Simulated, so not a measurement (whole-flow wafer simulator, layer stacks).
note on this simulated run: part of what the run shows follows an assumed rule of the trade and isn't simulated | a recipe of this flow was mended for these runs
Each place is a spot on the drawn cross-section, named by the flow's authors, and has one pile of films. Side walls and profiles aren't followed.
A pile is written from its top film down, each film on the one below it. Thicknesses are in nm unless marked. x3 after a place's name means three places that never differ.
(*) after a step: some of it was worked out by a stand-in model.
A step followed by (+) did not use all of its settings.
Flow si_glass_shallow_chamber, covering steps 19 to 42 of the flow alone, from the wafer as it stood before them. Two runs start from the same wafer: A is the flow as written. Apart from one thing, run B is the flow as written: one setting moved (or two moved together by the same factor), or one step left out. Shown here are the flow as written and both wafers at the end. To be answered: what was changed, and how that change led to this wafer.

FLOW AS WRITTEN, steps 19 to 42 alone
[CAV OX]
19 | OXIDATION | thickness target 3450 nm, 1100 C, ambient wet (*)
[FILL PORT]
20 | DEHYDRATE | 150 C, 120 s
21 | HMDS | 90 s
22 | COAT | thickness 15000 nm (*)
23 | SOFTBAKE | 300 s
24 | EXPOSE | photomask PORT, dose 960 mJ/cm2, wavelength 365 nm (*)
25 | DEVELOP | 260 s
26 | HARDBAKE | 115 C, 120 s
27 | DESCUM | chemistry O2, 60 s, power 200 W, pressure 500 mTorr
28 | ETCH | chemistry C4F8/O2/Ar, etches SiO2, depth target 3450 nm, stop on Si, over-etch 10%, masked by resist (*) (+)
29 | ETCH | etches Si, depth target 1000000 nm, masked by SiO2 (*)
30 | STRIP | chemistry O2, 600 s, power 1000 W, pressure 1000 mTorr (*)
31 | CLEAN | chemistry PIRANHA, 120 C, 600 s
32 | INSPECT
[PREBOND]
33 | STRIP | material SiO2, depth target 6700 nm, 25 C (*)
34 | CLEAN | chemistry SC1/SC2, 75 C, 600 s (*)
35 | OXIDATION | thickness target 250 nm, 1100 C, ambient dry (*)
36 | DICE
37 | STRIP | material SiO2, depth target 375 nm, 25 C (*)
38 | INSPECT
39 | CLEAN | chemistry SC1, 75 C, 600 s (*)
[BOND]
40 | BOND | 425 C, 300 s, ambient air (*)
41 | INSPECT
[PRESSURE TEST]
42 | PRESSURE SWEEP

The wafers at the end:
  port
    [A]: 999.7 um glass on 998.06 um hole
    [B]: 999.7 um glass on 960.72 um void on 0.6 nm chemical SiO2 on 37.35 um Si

What caused this: step 28, ETCH: depth target 2691 nm was run, though the flow has depth target 3450 nm.

How this came from the change, step by step:
  28 | ETCH | chemistry C4F8/O2/Ar, etches SiO2, depth target 3450 nm, stop on Si, over-etch 10%, masked by resist (*) (+)
      port: A -3450 SiO2 (all of it), -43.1 Si | B -2960.1 SiO2
      rim, ramp, cav, septum, ring: A -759 thick-i-line-resist | B -592 thick-i-line-resist
  29 | ETCH | etches Si, depth target 1000000 nm, masked by SiO2 (*)
      port: A +997.05 um hole (new film), -997.05 um Si (all of it) | B -489.9 SiO2 (all of it), -959.62 um Si
      rim, ramp: A -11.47 um thick-i-line-resist (all of it), -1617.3 SiO2 | B -11.64 um thick-i-line-resist (all of it), -1528.2 SiO2
      (and at 2 other places as well)
  30 | STRIP | chemistry O2, 600 s, power 1000 W, pressure 1000 mTorr (*)
      port: A nothing | B +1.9 chemical SiO2 (new film), -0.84 Si
      cav: A -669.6 thick-i-line-resist (all of it) | B -836.6 thick-i-line-resist (all of it)
  33 | STRIP | material SiO2, depth target 6700 nm, 25 C (*)
      port: A nothing | B -1.9 chemical SiO2 (all of it)
  34 | CLEAN | chemistry SC1/SC2, 75 C, 600 s (*)
      port: A nothing | B +0.6 chemical SiO2 (new film), -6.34 Si
  35 | OXIDATION | thickness target 250 nm, 1100 C, ambient dry (*)
      port: A nothing | B +250 SiO2 (new film), -0.6 chemical SiO2 (all of it), -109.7 Si
  37 | STRIP | material SiO2, depth target 375 nm, 25 C (*)
      port: A nothing | B -250 SiO2 (all of it)
  39 | CLEAN | chemistry SC1, 75 C, 600 s (*)
      port: A nothing | B +0.6 chemical SiO2 (new film), -6.34 Si
  40 | BOND | 425 C, 300 s, ambient air (*)
      port: A +999.7 um glass (new film), +1017.3 hole | B +999.7 um glass (new film), +960.72 um void (new film)
